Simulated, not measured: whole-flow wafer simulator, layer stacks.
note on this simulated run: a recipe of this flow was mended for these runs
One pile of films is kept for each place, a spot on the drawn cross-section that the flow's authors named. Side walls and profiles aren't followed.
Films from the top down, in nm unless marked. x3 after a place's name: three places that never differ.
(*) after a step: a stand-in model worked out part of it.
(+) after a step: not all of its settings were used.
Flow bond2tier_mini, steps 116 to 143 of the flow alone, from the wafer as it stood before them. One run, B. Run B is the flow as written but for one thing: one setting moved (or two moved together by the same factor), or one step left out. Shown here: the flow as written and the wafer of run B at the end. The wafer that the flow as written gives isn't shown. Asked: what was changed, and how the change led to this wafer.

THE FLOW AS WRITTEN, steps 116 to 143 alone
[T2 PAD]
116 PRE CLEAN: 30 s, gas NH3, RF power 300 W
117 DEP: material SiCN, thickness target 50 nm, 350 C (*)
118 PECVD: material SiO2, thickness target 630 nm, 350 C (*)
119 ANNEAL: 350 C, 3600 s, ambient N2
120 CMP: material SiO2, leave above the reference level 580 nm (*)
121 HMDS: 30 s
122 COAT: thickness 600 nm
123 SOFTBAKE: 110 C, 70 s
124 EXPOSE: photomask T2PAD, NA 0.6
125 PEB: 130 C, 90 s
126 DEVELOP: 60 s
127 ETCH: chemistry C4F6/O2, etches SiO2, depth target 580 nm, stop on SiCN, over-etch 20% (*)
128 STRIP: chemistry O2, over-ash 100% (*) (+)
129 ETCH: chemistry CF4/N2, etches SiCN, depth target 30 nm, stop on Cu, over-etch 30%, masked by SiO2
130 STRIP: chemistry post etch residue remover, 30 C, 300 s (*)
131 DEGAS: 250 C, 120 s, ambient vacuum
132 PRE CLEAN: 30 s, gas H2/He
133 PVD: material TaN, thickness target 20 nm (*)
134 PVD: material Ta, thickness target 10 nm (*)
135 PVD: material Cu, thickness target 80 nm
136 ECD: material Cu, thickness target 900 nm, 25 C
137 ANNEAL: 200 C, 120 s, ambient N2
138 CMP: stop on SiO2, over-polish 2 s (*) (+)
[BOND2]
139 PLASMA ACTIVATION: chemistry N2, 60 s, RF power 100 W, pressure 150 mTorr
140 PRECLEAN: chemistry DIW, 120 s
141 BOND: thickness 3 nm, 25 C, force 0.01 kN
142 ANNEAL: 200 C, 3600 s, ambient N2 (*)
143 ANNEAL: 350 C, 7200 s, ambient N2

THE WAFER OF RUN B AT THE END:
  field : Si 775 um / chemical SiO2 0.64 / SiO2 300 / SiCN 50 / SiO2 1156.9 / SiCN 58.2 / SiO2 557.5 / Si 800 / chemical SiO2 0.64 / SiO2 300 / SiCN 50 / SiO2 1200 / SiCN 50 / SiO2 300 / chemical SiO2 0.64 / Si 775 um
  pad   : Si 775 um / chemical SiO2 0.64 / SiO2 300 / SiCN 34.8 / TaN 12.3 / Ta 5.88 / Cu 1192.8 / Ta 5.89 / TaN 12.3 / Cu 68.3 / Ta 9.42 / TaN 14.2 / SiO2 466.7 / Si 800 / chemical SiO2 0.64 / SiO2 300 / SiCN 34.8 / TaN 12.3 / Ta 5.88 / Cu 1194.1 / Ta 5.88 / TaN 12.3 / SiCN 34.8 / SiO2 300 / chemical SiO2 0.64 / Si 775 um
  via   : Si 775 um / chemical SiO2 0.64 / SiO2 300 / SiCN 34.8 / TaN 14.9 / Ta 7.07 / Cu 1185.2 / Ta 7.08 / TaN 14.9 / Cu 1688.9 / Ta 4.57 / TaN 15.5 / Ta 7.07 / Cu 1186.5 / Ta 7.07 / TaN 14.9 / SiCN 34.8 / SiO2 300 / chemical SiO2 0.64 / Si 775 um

The cause: step 117, DEP: thickness target 58.2 nm was run, where the flow has thickness target 50 nm.
It can be read off the wafer: field has SiCN 58.2, and step 117 as written asks for 50 nm.

How the change led to this, step by step:
  117 DEP: material SiCN, thickness target 50 nm, 350 C (*)
      field, pad, via: SiCN +58.2 (new film) (as written it would be: SiCN +50 (new film))
  129 ETCH: chemistry CF4/N2, etches SiCN, depth target 30 nm, stop on Cu, over-etch 30%, masked by SiO2
      pad: SiCN -38.6 (all of it) (as written it would be: SiCN -30.4 (all of it), Cu -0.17)
      via: SiCN -38.6 (all of it), Cu -0.01 (as written it would be: SiCN -30.4 (all of it), Cu -0.17)
